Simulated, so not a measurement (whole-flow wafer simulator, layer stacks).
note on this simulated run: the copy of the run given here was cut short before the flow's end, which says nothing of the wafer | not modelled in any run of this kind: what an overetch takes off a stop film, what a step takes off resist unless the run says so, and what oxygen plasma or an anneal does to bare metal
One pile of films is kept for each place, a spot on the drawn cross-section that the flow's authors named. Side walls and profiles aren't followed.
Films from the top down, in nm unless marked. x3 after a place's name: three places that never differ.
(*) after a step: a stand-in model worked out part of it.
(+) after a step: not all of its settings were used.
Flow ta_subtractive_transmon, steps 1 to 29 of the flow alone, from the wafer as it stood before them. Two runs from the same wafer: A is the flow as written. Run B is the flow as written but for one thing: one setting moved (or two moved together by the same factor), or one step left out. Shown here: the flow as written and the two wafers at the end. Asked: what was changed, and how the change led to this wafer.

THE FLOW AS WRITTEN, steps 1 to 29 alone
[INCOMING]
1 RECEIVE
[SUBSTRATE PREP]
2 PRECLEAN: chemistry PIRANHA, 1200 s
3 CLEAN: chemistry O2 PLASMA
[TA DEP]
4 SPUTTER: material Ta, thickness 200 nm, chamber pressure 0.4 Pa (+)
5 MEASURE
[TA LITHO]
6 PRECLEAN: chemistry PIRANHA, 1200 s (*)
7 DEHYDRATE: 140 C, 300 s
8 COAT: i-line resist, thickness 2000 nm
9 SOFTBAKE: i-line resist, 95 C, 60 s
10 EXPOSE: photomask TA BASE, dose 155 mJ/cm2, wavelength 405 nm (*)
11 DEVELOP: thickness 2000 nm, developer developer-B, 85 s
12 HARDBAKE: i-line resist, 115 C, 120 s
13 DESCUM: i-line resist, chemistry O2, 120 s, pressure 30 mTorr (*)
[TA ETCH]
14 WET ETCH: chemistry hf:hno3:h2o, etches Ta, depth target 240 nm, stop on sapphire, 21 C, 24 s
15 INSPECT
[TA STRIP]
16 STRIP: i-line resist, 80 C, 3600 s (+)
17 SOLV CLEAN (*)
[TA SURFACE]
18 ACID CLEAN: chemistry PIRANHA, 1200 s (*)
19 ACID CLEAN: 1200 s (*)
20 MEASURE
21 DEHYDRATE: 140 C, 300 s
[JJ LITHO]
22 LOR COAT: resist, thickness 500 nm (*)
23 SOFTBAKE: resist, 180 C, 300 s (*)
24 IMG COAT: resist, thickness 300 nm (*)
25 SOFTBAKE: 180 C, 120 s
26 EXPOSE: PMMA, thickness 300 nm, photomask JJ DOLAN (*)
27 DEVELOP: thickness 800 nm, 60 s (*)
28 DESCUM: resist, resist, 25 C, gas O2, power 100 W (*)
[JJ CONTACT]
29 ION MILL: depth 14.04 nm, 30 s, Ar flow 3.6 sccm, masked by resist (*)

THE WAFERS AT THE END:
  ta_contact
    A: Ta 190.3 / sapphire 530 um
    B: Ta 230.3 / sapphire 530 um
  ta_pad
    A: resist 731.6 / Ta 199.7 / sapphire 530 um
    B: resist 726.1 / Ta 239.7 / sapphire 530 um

The cause: step 4, SPUTTER: thickness 240 nm was run, where the flow has thickness 200 nm.

How the change led to this, step by step:
  4 SPUTTER: material Ta, thickness 200 nm, chamber pressure 0.4 Pa (+)
      field x2, jj_line, lead, ta_contact, ta_pad: A Ta +200 (new film) | B Ta +240 (new film)
  14 WET ETCH: chemistry hf:hno3:h2o, etches Ta, depth target 240 nm, stop on sapphire, 21 C, 24 s
      field x2, jj_line, lead: A Ta -200 (all of it) | B Ta -240 (all of it)
  22 LOR COAT: resist, thickness 500 nm (*)
      ta_contact: A resist +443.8 (new film) | B resist +433.8 (new film)
